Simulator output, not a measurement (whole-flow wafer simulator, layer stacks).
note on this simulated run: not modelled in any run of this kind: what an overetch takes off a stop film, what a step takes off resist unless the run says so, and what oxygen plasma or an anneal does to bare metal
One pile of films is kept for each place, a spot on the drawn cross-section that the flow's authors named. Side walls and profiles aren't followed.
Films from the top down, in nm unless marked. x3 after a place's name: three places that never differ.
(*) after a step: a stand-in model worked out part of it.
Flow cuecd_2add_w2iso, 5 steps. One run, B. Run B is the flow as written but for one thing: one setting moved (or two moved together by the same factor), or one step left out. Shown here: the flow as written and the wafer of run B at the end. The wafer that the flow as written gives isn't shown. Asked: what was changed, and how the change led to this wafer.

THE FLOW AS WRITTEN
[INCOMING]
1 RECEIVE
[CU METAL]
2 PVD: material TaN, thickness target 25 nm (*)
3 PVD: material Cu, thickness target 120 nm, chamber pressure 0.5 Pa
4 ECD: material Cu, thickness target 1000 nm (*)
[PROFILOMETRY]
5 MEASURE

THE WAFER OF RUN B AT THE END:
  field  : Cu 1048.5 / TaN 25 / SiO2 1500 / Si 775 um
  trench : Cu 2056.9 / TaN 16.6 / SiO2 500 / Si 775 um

The cause: step 3, PVD: thickness target 48.5 nm was run, where the flow has thickness target 120 nm.

How the change led to this, step by step:
  3 PVD: material Cu, thickness target 120 nm, chamber pressure 0.5 Pa
      field: Cu +48.5 (new film) (as written it would be: Cu +120 (new film))
      trench: Cu +32.8 (new film) (as written it would be: Cu +80.8 (new film))
